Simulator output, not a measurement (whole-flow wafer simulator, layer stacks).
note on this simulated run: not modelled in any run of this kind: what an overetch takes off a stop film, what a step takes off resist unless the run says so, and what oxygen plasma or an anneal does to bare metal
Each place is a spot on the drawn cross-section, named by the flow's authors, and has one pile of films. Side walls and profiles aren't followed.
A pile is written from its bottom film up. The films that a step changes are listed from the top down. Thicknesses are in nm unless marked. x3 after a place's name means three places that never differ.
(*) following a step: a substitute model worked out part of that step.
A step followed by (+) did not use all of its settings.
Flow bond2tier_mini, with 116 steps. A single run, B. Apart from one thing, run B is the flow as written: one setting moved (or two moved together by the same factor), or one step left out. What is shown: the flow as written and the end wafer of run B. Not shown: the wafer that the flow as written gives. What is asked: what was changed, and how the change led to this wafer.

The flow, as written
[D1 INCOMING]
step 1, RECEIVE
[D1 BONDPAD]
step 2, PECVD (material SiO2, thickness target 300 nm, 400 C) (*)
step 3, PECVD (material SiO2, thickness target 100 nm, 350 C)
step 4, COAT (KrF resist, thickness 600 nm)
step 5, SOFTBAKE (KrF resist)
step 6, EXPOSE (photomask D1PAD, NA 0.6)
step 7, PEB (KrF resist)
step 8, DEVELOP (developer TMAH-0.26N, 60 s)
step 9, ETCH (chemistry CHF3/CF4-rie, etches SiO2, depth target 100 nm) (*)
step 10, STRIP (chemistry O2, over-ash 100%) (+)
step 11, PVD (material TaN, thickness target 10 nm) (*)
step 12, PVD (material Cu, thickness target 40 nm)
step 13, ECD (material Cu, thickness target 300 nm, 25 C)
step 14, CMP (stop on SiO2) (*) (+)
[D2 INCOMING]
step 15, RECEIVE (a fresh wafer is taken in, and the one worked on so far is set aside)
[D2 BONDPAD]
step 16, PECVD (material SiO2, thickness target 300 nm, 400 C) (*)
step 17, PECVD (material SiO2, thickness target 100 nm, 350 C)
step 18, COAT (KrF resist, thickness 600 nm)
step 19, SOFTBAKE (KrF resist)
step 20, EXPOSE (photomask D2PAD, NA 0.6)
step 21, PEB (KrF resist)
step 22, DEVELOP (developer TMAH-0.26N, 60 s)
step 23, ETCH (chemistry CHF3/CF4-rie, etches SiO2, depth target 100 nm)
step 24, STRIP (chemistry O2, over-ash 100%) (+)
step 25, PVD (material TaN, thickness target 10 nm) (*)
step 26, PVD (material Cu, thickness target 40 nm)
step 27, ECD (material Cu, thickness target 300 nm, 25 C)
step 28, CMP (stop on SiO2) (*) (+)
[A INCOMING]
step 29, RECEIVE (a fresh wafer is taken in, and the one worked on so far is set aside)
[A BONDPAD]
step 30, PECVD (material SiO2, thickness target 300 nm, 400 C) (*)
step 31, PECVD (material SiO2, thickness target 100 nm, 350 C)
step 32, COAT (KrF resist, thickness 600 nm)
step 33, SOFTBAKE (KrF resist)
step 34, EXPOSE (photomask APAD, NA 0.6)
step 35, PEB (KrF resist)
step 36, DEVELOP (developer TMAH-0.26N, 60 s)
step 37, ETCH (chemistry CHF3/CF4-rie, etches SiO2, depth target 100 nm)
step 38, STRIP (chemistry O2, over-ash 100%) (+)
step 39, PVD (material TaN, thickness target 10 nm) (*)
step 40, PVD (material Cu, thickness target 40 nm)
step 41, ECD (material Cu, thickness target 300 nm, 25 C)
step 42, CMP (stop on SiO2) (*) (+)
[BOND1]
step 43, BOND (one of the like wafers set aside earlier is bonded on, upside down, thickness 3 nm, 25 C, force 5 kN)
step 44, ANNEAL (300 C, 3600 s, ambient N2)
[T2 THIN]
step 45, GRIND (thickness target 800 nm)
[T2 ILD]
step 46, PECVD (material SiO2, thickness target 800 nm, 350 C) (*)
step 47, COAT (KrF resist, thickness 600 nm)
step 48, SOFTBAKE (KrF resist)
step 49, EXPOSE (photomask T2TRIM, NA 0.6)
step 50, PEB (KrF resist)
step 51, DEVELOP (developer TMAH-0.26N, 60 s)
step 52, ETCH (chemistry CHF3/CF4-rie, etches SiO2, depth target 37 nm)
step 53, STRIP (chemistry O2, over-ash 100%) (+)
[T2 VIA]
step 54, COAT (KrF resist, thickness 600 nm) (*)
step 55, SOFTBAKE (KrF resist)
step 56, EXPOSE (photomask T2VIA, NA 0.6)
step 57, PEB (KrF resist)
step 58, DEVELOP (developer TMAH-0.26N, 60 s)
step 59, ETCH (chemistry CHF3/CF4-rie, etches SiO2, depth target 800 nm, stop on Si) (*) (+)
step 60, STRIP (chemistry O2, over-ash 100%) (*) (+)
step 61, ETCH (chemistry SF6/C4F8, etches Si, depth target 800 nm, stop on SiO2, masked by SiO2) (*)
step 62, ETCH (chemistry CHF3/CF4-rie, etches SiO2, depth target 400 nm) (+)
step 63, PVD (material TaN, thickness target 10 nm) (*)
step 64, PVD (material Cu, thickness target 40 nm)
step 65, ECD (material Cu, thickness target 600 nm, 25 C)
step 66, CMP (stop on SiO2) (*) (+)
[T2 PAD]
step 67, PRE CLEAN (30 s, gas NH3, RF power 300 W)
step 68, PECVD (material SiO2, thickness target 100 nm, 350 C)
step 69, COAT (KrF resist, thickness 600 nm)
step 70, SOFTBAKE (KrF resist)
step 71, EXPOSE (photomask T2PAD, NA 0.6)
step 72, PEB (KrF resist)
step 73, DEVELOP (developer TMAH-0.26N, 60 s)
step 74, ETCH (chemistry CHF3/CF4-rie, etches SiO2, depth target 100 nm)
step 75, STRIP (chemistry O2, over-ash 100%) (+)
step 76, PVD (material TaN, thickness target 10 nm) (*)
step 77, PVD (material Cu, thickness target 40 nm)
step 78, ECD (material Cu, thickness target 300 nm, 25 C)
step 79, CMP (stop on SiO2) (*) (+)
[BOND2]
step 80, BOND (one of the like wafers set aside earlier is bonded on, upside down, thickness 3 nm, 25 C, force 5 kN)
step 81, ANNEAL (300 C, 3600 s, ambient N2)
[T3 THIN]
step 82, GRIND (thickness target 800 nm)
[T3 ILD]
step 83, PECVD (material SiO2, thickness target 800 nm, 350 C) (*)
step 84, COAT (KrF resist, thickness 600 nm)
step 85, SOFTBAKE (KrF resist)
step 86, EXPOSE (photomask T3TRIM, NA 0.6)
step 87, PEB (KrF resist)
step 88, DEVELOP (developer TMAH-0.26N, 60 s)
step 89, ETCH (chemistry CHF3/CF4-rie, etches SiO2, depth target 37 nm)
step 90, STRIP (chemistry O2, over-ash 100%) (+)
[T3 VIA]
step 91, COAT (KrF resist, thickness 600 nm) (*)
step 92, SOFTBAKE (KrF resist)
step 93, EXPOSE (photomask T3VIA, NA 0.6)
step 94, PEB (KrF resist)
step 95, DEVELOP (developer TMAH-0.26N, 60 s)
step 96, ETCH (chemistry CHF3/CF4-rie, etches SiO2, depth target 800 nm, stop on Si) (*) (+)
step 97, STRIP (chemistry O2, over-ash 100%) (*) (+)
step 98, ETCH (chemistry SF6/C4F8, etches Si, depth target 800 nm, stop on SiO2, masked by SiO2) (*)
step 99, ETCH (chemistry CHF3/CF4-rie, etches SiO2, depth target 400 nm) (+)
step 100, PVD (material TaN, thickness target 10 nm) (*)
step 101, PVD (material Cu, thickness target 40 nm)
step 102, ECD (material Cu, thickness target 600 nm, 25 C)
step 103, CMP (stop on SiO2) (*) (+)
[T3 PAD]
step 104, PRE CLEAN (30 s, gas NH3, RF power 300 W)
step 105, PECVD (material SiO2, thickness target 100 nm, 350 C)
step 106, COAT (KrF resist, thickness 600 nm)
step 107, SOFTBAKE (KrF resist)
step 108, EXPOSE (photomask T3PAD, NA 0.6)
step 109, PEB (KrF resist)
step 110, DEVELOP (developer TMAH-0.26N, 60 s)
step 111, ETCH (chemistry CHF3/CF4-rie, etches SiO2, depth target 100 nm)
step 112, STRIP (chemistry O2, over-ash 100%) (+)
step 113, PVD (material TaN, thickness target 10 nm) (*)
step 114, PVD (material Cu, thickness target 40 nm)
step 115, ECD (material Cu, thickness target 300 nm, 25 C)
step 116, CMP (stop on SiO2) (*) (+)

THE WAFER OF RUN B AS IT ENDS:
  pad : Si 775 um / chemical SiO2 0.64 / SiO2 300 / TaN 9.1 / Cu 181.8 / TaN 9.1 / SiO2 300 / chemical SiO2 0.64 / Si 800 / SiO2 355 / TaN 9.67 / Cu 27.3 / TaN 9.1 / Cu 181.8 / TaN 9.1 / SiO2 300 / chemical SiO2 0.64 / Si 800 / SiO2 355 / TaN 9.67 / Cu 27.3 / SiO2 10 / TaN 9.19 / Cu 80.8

What caused this: step 111, ETCH: depth target 90 nm was run, though the flow has depth target 100 nm.

Step by step, how the change led to this:
  step 111, ETCH (chemistry CHF3/CF4-rie, etches SiO2, depth target 100 nm)
      pad: -90 SiO2 (in the flow as written it would be: -100 SiO2 (all of it))
      field: -30 KrF resist (in the flow as written it would be: -33.3 KrF resist)
  step 115, ECD (material Cu, thickness target 300 nm, 25 C)
      pad: +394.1 Cu (in the flow as written it would be: +404.5 Cu)
Taking metal films that touch as one body, pad has 4 bodies (between them, from the top down: SiO2 10; SiO2 355 / Si 800 / chemical SiO2 0.64 / SiO2 300; SiO2 355 / Si 800 / chemical SiO2 0.64 / SiO2 300); the flow as written gives 3 bodies (between them, from the top down: SiO2 355 / Si 800 / chemical SiO2 0.64 / SiO2 300; SiO2 355 / Si 800 / chemical SiO2 0.64 / SiO2 300).
